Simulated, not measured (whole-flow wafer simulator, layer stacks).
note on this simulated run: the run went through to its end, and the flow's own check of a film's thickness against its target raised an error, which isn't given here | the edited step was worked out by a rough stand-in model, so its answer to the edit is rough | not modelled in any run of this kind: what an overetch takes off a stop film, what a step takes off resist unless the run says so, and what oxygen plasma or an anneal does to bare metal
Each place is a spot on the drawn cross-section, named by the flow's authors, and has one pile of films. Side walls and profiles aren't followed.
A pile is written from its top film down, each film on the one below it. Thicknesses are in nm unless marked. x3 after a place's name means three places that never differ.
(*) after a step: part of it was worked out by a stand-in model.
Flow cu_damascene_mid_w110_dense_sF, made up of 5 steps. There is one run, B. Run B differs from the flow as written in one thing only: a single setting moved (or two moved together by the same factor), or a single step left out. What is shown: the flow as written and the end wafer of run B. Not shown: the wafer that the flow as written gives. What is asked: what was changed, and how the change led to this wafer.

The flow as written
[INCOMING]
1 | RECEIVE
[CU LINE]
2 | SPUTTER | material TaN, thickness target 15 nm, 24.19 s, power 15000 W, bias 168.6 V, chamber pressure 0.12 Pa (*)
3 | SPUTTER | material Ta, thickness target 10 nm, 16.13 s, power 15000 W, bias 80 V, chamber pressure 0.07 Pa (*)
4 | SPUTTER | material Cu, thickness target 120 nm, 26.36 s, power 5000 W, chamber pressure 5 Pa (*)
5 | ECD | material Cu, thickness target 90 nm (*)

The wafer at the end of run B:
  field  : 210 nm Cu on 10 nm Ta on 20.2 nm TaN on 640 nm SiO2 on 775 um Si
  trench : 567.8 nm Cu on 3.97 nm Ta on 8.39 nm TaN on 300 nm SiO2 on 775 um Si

The reason: step 2, SPUTTER: thickness target 20.2 nm was run, though the flow has thickness target 15 nm; step 2, SPUTTER: 32.66 s was run, where the flow has 24.19 s.
The wafer lets one read it off: field has TaN 20.2, and step 2 as written asks for 15 nm.

The path from the change to this, step by step:
  2 | SPUTTER | material TaN, thickness target 15 nm, 24.19 s, power 15000 W, bias 168.6 V, chamber pressure 0.12 Pa (*)
      field: TaN gains 20.2 (new film) (as written it would have been: TaN gains 15 (new film))
      trench: TaN gains 8.39 (new film) (as written it would have been: TaN gains 6.23 (new film))
